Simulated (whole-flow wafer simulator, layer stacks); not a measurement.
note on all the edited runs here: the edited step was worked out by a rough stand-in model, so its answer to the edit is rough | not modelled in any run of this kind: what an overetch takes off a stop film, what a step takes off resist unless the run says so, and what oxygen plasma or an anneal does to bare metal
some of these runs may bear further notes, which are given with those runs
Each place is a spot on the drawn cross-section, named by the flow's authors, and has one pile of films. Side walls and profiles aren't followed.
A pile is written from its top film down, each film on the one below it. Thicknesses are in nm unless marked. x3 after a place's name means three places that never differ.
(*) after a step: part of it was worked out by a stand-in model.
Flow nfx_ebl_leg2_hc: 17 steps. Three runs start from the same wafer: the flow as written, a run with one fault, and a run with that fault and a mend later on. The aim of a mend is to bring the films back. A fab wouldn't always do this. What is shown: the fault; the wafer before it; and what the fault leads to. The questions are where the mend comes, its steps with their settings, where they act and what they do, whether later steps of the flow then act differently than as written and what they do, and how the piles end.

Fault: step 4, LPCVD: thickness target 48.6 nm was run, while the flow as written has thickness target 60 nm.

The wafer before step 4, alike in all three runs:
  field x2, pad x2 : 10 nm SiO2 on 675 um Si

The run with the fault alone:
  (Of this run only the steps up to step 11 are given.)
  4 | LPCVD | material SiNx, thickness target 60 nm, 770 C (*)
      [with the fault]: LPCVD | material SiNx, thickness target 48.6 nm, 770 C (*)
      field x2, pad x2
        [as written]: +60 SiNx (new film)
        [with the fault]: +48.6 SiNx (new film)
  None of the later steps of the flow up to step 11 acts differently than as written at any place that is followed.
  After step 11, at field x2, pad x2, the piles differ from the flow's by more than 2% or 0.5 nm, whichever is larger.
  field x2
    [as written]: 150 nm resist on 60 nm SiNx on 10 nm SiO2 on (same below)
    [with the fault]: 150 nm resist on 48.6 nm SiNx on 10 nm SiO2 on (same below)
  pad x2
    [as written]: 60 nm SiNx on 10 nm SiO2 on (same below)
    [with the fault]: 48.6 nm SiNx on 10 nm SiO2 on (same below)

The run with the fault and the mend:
  The mend follows step 5.
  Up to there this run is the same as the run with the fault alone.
  5a | ETCH | chemistry h3po4, depth target 55.89 nm
      field x2, pad x2
        -48.6 SiNx (all of it)
  5b | CLEAN | chemistry SC1/SC2 (the flow's step 2 again)
      alters no film at any place that is followed
  5c | LPCVD | material SiNx, thickness target 60 nm, 770 C (*) (the flow's step 4 again)
      field x2, pad x2
        +60 SiNx (new film)
  None of the later steps of the flow acts differently than as written at any place that is followed.
  The piles end the same as the flow's at every place that both follow.
